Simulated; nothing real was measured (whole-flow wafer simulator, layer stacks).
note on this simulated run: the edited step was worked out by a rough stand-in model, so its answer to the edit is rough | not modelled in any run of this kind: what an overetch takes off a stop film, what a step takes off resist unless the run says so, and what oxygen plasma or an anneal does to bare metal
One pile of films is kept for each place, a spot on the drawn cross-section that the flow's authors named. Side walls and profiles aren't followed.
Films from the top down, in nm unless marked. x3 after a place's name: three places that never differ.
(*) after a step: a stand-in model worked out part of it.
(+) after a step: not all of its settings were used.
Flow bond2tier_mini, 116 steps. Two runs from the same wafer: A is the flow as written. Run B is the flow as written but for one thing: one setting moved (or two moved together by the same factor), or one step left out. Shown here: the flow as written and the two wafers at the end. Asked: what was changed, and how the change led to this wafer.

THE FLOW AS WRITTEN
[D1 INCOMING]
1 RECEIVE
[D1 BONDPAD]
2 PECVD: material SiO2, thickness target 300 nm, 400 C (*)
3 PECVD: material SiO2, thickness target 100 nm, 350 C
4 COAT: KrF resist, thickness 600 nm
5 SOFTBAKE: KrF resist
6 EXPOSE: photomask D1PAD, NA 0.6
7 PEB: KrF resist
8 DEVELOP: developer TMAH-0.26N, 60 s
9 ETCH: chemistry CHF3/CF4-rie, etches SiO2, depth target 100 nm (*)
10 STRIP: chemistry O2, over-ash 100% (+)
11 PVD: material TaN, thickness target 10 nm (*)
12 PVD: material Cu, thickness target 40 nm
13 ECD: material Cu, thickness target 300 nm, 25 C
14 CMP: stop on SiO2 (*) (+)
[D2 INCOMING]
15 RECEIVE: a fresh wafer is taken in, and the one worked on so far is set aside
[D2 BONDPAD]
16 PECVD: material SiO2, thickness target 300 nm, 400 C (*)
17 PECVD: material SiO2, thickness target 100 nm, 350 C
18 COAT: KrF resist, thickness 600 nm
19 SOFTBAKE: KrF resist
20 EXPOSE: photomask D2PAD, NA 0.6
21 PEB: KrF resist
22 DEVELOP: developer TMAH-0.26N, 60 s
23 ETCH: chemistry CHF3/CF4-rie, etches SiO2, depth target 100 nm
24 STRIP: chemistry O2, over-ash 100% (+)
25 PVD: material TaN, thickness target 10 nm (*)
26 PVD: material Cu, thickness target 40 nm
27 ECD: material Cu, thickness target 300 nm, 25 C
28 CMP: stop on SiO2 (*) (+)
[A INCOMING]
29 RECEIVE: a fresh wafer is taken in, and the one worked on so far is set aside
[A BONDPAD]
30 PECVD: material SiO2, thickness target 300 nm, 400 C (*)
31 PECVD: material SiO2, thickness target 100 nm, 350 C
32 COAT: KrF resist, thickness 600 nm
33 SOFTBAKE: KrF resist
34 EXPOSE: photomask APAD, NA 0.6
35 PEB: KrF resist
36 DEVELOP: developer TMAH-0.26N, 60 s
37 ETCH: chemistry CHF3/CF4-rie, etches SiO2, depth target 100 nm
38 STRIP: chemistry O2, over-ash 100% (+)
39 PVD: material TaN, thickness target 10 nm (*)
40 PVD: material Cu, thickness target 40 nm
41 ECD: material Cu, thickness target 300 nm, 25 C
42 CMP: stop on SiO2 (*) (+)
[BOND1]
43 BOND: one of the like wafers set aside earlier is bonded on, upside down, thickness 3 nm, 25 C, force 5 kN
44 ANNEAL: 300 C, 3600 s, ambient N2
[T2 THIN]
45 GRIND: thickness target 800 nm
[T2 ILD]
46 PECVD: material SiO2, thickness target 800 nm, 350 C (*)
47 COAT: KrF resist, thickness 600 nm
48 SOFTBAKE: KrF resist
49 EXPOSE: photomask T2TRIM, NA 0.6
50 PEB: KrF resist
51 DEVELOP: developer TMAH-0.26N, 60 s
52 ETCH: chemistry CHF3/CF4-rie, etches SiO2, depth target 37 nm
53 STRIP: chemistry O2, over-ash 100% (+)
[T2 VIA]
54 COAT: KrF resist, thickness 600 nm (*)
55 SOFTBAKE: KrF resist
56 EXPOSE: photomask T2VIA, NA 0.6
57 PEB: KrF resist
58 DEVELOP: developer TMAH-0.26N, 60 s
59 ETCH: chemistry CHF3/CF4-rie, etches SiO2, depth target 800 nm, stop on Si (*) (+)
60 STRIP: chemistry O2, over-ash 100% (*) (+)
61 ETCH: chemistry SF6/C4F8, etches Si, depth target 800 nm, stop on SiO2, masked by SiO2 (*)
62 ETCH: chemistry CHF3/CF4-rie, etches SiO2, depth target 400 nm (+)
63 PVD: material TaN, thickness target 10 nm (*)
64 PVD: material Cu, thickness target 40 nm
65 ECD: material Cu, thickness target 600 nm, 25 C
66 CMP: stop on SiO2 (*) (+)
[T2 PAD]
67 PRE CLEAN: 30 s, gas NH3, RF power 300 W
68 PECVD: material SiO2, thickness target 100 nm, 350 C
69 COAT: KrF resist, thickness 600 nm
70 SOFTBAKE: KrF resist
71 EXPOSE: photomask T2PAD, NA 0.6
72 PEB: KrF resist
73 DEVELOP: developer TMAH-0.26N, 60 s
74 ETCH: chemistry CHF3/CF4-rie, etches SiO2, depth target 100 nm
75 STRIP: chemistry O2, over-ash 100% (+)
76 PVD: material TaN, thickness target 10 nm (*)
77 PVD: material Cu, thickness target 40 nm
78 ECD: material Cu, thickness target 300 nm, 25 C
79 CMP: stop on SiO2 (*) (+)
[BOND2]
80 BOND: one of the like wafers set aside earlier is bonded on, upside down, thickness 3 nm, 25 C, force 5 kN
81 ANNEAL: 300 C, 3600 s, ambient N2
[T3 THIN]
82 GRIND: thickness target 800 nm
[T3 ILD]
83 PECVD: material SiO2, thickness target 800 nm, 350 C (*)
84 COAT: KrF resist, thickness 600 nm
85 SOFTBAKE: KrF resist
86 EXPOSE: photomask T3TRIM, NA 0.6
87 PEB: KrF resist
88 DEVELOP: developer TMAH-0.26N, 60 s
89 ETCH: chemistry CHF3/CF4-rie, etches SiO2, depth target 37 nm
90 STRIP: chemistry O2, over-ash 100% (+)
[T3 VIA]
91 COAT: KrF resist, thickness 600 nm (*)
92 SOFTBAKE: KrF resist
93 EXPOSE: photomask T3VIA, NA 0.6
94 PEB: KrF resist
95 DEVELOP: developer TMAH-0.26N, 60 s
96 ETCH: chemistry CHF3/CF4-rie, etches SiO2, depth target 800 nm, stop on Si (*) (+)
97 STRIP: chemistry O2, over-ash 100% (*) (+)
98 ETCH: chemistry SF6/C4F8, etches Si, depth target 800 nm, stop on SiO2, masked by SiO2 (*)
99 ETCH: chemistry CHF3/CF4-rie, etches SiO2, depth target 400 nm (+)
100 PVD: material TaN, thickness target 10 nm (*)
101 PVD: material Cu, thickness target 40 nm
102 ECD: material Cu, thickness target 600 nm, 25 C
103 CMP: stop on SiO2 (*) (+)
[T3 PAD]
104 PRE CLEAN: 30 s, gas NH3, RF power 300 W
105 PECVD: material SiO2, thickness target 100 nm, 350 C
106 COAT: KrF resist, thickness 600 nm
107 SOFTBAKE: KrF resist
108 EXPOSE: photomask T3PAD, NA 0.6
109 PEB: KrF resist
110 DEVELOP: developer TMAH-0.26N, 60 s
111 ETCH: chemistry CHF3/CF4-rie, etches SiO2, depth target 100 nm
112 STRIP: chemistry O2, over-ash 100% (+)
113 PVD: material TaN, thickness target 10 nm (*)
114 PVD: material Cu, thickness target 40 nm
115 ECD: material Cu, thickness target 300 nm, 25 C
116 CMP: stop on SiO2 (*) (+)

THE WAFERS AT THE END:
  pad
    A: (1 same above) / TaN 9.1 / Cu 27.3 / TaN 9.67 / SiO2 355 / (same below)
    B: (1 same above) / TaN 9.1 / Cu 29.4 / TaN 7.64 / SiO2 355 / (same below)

The cause: step 100, PVD: thickness target 7.9 nm was run, where the flow has thickness target 10 nm.

How the change led to this, step by step:
  100 PVD: material TaN, thickness target 10 nm (*)
      field: A TaN +10 (new film) | B TaN +7.9 (new film)
      pad: A TaN +9.67 (new film) | B TaN +7.64 (new film)
  103 CMP: stop on SiO2 (*) (+)
      field: A Cu -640 (all of it), TaN -10 (all of it) | B Cu -640 (all of it), TaN -7.9 (all of it)
